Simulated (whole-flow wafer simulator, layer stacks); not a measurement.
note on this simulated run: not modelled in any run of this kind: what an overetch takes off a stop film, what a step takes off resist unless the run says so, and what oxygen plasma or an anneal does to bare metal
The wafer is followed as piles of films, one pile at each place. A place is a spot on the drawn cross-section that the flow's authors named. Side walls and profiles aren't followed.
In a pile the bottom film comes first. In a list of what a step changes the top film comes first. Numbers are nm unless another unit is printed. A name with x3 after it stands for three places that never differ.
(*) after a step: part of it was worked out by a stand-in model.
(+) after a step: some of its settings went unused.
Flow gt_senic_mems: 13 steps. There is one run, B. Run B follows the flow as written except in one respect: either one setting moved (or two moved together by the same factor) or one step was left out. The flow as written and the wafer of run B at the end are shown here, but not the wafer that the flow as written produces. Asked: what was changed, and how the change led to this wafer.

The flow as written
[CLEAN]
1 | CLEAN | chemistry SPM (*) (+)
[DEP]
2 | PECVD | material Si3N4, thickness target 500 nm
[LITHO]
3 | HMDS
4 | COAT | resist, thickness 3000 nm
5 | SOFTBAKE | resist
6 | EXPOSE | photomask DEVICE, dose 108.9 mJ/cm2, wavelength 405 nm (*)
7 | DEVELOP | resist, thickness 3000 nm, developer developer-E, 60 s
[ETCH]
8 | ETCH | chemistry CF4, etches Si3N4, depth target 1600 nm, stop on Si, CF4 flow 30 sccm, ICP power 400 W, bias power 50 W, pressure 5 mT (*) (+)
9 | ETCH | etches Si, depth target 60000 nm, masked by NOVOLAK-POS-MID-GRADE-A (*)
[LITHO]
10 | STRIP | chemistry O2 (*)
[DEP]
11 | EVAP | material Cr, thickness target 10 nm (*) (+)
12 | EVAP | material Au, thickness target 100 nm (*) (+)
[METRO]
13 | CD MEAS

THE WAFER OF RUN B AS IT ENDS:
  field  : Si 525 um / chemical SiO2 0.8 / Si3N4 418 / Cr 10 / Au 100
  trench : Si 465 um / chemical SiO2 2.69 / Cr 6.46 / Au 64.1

The reason: step 2, PECVD: thickness target 418 nm was run, while the flow as written has thickness target 500 nm.
One can read it off the wafer: field has Si3N4 418, and step 2 as written asks for 500 nm.

The path from the change to this, step by step:
  2 | PECVD | material Si3N4, thickness target 500 nm
      field, trench: +418 Si3N4 (new film) (as written it would have been: +500 Si3N4 (new film))
  8 | ETCH | chemistry CF4, etches Si3N4, depth target 1600 nm, stop on Si, CF4 flow 30 sccm, ICP power 400 W, bias power 50 W, pressure 5 mT (*) (+)
      field: -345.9 resist (as written it would have been: -400.5 resist)
      trench: -418 Si3N4 (all of it), -0.8 chemical SiO2 (all of it) (as written it would have been: -500 Si3N4 (all of it), -0.8 chemical SiO2 (all of it))
  10 | STRIP | chemistry O2 (*)
      field: -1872 resist (all of it) (as written it would have been: -1817.3 resist (all of it))
